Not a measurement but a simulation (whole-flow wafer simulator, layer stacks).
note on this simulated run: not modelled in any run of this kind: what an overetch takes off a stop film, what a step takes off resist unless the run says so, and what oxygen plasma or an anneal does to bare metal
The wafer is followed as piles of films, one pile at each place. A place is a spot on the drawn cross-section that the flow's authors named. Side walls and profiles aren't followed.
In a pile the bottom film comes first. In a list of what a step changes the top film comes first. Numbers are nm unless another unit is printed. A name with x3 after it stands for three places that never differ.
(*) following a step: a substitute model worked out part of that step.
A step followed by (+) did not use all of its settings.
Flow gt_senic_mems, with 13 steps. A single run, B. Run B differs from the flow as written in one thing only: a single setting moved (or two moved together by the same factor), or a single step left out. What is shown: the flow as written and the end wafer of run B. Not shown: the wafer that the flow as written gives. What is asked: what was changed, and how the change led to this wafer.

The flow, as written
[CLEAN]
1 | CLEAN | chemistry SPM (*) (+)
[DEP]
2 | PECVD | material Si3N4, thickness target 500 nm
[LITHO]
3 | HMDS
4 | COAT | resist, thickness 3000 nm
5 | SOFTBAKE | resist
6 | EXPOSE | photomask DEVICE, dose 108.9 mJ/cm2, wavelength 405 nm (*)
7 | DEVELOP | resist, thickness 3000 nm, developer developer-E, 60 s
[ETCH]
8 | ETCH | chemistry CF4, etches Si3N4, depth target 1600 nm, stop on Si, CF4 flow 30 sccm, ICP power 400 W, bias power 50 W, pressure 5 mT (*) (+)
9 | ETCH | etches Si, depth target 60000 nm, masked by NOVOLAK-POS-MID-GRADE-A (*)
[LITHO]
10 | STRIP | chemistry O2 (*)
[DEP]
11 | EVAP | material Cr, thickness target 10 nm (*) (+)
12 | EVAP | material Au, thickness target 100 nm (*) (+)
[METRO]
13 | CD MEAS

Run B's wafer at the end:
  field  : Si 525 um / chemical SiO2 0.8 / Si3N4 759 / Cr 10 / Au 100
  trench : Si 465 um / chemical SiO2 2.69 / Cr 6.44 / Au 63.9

Cause: step 2, PECVD: thickness target 759 nm was run, whereas the flow has thickness target 500 nm.
The wafer lets one read it off: field has Si3N4 759, and step 2 as written asks for 500 nm.

How this came from the change, step by step:
  2 | PECVD | material Si3N4, thickness target 500 nm
      field, trench: Si3N4 gains 759 (new film) (in the flow as written it would be: Si3N4 gains 500 (new film))
  8 | ETCH | chemistry CF4, etches Si3N4, depth target 1600 nm, stop on Si, CF4 flow 30 sccm, ICP power 400 W, bias power 50 W, pressure 5 mT (*) (+)
      field: resist loses 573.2 (in the flow as written it would be: resist loses 400.5)
      trench: Si3N4 loses 759 (all of it), chemical SiO2 loses 0.8 (all of it) (in the flow as written it would be: Si3N4 loses 500 (all of it), chemical SiO2 loses 0.8 (all of it))
  10 | STRIP | chemistry O2 (*)
      field: resist loses 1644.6 (all of it) (in the flow as written it would be: resist loses 1817.3 (all of it))
